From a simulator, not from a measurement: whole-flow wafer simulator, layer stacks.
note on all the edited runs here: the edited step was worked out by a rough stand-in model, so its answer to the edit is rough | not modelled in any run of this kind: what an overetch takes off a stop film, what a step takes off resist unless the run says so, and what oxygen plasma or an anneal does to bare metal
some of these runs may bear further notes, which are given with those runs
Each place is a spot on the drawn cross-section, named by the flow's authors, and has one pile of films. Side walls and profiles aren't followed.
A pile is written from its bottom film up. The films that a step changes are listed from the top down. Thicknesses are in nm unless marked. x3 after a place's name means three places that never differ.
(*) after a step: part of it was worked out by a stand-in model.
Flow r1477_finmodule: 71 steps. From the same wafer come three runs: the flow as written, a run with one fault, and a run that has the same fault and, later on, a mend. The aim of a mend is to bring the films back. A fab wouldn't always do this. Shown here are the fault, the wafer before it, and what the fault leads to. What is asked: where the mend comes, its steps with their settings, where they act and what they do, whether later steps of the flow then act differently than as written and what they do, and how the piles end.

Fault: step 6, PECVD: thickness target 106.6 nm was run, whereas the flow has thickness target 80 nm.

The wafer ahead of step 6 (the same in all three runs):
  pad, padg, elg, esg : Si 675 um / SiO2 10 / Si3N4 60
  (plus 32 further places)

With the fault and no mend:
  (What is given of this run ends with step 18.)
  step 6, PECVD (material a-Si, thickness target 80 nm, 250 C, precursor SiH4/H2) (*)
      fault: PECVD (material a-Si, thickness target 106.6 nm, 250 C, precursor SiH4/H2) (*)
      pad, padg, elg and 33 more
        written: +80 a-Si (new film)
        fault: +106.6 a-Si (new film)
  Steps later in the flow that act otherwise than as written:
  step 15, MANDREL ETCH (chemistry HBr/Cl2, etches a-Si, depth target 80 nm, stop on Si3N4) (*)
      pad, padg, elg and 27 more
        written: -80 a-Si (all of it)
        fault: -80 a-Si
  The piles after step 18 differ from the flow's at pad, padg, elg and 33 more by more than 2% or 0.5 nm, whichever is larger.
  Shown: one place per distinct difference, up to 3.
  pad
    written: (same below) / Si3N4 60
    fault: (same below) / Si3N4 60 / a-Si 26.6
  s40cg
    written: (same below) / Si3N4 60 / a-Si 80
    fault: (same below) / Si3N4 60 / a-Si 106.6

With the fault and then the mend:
  The mend stands after step 7.
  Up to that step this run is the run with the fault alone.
  step 7a, ETCH (chemistry tmah, depth target 26.6 nm)
      pad, padg, elg and 33 more
        -26.6 a-Si
  Every later step of the flow that is run acts as written at every place that is followed.
  By the end, the piles equal the flow's at every place that both follow.
